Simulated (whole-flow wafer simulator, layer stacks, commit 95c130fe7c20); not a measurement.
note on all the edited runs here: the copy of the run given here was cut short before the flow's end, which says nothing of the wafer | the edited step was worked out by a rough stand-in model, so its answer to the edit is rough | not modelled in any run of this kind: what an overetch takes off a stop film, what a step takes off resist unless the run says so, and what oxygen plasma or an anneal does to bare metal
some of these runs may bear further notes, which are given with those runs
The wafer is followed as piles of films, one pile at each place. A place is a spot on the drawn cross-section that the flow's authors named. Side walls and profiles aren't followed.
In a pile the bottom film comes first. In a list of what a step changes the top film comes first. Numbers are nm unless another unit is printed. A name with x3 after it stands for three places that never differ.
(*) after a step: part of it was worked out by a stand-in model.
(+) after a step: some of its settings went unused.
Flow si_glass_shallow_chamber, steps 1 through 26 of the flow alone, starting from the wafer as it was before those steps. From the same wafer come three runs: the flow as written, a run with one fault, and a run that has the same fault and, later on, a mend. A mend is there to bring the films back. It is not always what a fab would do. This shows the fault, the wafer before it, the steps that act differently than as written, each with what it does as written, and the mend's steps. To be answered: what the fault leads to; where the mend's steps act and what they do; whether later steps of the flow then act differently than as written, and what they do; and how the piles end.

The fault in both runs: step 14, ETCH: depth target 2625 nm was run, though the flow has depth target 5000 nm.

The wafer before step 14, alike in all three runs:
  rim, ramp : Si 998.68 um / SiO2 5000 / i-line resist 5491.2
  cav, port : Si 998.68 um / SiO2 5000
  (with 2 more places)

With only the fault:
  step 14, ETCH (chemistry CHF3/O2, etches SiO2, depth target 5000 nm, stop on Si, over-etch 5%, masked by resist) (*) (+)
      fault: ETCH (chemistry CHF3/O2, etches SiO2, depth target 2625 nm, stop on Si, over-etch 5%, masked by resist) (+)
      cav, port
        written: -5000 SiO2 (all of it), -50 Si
        fault: -2756.2 SiO2
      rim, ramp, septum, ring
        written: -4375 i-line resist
        fault: -2296.9 i-line resist
  Steps later in the flow that act otherwise than as written:
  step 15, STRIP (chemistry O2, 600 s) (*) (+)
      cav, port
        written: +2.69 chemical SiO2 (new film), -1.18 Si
        fault: nothing
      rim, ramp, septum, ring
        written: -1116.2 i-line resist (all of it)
        fault: -3194.3 i-line resist (all of it)
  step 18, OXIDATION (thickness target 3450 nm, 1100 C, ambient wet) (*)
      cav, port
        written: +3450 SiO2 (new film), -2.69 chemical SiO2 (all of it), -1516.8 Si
        fault: +1905.8 SiO2, -838.5 Si
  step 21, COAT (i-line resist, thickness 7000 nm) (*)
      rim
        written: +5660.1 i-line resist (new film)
        fault: +6158.3 i-line resist (new film)
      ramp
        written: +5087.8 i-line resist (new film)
        fault: +5785 i-line resist (new film)
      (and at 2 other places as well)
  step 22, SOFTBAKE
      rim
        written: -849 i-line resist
        fault: -560.3 i-line resist
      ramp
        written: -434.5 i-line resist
        fault: -257.8 i-line resist
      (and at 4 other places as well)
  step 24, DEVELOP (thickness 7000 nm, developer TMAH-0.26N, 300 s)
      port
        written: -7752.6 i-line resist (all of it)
        fault: -7503.4 i-line resist (all of it)
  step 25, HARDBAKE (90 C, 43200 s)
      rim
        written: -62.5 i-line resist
        fault: -92.4 i-line resist
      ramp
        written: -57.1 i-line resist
        fault: -89.5 i-line resist
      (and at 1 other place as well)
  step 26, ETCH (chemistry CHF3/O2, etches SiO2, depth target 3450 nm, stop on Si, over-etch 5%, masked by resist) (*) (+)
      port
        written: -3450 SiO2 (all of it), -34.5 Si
        fault: -3622.5 SiO2
  At rim, ramp, cav, port, the piles at the end differ from the flow's by more than 2% or 0.5 nm, whichever is larger.
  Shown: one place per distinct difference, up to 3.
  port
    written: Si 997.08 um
    fault: Si 997.84 um / SiO2 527
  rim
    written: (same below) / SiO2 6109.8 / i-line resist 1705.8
    fault: (same below) / SiO2 6109.8 / i-line resist 2462.8
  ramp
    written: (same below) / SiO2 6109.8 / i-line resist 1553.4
    fault: (same below) / SiO2 6109.8 / i-line resist 2394.9

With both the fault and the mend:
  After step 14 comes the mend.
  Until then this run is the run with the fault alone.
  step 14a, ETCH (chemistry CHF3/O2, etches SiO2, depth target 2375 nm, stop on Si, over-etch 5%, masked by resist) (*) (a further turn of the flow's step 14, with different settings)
      rim, ramp, septum, ring
        -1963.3 i-line resist
      cav, port
        -2243.8 SiO2 (all of it), -50 Si
  Steps later in the flow that act otherwise than as written:
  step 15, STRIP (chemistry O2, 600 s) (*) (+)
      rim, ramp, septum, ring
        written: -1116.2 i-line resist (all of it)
        mend: -1231 i-line resist (all of it)
  At every place that both follow, the piles at the end match the flow's.
